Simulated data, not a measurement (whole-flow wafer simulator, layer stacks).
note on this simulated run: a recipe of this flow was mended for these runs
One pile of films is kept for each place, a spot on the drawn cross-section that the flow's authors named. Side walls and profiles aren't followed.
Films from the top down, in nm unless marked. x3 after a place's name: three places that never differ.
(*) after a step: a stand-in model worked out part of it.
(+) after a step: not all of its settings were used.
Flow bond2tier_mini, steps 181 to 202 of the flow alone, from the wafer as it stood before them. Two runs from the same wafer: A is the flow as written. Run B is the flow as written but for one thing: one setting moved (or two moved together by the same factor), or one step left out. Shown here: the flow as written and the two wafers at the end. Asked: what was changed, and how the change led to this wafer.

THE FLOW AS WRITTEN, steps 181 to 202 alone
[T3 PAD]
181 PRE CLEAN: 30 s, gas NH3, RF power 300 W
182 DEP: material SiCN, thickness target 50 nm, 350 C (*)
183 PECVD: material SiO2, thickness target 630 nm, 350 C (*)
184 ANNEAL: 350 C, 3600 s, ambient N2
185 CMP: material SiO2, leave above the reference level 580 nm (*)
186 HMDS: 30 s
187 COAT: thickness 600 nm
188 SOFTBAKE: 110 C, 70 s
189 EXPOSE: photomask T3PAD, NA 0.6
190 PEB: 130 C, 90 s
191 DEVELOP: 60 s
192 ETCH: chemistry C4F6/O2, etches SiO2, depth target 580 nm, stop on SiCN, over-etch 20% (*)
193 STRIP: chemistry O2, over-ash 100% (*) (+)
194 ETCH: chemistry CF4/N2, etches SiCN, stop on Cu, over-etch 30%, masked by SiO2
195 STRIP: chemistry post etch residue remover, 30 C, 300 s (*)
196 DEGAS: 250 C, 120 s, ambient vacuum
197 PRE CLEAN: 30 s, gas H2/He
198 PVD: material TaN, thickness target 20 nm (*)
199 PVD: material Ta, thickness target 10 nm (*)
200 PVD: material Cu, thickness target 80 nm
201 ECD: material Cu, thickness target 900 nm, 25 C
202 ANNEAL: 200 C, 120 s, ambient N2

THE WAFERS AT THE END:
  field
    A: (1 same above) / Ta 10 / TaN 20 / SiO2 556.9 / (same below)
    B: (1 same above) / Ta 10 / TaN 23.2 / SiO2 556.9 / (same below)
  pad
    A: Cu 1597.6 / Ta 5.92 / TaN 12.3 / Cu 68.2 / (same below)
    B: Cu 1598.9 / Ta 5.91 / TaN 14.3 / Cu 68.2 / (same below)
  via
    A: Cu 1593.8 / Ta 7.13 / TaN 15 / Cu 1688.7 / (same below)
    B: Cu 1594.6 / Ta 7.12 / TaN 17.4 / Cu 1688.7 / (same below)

The cause: step 198, PVD: thickness target 23.2 nm was run, where the flow has thickness target 20 nm.
It can be read off the wafer: field has TaN 23.2, and step 198 as written asks for 20 nm.

How the change led to this, step by step:
  198 PVD: material TaN, thickness target 20 nm (*)
      field: A TaN +20 (new film) | B TaN +23.2 (new film)
      pad: A TaN +12.3 (new film) | B TaN +14.3 (new film)
      (and at 1 more place)
